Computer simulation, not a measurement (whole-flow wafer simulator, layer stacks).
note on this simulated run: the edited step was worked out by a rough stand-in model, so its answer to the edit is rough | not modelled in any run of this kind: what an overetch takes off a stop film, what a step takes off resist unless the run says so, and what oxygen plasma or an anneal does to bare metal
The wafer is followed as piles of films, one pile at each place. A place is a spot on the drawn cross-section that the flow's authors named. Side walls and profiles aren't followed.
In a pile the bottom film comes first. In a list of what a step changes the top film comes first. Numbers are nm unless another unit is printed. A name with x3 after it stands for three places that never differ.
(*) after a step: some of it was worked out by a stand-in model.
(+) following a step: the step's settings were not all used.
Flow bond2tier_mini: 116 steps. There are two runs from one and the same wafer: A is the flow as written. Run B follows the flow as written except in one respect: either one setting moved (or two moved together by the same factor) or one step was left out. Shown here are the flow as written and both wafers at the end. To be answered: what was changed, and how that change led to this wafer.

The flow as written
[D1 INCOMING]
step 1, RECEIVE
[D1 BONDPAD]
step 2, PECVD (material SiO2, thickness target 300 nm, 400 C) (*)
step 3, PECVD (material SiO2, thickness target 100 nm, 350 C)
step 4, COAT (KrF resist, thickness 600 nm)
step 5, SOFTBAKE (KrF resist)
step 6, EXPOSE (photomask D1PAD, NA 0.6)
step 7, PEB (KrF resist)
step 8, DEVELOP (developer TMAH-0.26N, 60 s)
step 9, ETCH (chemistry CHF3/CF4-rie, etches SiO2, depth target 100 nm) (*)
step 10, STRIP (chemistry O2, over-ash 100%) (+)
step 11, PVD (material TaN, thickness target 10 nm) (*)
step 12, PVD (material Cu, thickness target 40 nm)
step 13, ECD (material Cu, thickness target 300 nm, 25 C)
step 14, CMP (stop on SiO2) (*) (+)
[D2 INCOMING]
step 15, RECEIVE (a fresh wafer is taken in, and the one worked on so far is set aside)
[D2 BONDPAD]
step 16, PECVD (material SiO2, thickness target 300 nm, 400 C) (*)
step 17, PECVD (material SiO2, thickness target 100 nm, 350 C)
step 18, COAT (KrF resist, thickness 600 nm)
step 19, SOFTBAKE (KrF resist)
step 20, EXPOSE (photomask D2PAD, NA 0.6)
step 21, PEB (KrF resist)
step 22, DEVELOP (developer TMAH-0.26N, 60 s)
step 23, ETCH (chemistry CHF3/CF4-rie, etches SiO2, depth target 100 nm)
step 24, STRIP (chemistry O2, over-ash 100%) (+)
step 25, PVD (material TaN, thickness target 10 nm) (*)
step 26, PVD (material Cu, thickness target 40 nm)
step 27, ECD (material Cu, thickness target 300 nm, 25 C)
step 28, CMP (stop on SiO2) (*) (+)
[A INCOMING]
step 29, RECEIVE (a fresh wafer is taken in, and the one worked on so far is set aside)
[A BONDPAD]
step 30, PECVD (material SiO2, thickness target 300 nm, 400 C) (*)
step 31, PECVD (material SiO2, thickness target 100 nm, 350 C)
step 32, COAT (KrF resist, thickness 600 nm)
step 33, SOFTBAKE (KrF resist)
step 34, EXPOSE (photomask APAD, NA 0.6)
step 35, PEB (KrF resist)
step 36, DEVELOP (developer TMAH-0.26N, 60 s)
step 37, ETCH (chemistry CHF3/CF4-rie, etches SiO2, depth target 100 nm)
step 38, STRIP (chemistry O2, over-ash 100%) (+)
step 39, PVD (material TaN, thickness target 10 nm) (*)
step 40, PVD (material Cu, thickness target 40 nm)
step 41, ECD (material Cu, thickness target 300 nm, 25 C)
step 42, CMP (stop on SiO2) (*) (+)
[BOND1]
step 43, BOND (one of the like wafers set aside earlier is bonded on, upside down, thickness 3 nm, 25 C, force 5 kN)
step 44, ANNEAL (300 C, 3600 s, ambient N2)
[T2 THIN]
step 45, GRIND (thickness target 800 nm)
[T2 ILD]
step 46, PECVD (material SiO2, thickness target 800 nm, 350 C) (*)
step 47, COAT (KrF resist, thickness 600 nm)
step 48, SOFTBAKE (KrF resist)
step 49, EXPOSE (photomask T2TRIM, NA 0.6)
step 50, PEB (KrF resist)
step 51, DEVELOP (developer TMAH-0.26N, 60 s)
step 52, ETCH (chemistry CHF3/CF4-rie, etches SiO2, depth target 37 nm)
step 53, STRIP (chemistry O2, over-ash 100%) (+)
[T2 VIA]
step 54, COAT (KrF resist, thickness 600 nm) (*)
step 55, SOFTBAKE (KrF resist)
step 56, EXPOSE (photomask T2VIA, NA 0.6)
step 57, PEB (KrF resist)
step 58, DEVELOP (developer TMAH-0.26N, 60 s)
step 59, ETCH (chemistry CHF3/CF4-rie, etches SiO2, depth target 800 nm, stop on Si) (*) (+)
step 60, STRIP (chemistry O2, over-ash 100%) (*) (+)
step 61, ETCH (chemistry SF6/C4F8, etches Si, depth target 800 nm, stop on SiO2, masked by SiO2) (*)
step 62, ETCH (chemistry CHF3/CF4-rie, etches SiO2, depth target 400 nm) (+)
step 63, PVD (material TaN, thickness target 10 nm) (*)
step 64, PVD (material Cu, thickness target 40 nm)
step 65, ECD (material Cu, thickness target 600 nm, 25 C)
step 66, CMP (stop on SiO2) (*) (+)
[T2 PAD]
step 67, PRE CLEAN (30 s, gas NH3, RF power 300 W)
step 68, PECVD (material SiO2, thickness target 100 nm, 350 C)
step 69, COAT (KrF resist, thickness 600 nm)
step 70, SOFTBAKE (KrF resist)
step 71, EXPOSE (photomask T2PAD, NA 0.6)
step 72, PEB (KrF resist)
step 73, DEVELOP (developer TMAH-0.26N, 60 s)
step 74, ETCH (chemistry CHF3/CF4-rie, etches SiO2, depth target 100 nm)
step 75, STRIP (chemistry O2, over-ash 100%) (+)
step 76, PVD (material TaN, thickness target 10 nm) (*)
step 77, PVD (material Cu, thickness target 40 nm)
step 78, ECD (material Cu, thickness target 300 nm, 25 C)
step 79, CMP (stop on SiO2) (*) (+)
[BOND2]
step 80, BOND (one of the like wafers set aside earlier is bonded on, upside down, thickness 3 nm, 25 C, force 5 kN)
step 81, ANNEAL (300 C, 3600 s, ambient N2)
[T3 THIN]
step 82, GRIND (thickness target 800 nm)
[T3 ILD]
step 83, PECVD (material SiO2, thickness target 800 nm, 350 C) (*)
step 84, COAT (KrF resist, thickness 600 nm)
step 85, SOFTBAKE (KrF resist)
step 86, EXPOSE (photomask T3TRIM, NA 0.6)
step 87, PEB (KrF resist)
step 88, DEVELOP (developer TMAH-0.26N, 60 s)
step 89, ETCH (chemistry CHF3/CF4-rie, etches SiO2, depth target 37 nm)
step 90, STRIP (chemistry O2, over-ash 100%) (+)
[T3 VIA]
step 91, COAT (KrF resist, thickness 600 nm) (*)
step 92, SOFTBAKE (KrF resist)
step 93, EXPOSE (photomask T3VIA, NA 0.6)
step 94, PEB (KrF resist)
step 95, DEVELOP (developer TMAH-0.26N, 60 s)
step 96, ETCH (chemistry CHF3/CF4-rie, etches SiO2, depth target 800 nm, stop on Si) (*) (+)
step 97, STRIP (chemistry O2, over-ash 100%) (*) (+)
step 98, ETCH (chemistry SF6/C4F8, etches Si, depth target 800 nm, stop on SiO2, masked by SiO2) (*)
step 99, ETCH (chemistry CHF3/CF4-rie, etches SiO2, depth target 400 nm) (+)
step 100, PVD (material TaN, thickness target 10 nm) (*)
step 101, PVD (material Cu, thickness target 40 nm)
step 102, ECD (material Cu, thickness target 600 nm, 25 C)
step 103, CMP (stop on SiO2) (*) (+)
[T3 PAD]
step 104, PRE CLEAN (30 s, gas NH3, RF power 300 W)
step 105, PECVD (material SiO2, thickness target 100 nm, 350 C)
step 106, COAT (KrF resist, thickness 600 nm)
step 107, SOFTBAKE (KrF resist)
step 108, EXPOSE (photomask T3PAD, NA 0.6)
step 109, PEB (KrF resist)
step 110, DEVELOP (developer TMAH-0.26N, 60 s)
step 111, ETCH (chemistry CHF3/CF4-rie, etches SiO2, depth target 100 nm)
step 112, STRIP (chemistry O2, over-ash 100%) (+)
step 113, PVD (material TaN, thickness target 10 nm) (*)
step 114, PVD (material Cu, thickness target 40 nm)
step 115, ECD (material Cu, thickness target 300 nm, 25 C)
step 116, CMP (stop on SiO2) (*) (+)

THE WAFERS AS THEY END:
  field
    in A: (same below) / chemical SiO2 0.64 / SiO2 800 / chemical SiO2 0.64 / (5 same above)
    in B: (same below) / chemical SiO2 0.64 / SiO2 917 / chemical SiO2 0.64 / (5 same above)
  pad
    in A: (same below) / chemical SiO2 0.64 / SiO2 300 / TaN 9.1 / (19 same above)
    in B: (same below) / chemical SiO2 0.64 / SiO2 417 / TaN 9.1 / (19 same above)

What caused this: step 30, PECVD: thickness target 417 nm was run, though the flow has thickness target 300 nm.
The wafer lets one read it off: pad has SiO2 417, and step 30 as written asks for 300 nm.

The path from the change to this, step by step:
  step 30, PECVD (material SiO2, thickness target 300 nm, 400 C) (*)
      field, pad, via: A +300 SiO2 (new film) | B +417 SiO2 (new film)
